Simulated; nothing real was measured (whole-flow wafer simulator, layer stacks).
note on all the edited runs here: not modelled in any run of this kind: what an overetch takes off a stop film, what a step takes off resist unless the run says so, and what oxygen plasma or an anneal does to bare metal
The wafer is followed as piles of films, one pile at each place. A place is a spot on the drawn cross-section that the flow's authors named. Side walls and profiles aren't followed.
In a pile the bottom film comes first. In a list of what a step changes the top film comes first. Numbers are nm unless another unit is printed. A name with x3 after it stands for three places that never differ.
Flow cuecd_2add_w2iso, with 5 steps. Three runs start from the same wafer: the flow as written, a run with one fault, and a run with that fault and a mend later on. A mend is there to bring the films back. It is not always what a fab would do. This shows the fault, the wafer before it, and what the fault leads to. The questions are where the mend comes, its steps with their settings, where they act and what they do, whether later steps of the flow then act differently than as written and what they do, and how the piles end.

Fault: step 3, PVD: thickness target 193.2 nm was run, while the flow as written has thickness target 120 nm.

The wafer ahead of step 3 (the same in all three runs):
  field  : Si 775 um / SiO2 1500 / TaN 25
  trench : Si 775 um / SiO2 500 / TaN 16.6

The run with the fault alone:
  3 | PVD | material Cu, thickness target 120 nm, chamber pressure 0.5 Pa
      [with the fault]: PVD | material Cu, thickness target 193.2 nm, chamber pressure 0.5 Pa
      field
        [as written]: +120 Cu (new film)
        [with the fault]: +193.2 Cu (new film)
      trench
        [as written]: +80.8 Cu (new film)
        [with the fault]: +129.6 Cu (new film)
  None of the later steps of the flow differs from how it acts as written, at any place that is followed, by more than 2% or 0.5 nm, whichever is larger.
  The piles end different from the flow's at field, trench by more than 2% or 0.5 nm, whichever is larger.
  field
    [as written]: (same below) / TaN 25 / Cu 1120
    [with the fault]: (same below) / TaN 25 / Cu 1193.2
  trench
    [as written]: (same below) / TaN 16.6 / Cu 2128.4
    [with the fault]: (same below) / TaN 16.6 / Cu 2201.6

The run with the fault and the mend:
  After step 3 comes the mend.
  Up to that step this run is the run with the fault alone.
  3a | ETCH | chemistry cu recess dil, depth target 221.9 nm
      field
        -193.2 Cu (all of it)
      trench
        -129.6 Cu (all of it)
  3b | PVD | material Cu, thickness target 120 nm, chamber pressure 0.5 Pa (the flow's step 3, run once more)
      field
        +120 Cu (new film)
      trench
        +80.8 Cu (new film)
  None of the later steps of the flow acts differently than as written at any place that is followed.
  By the end, the piles equal the flow's at every place that both follow.
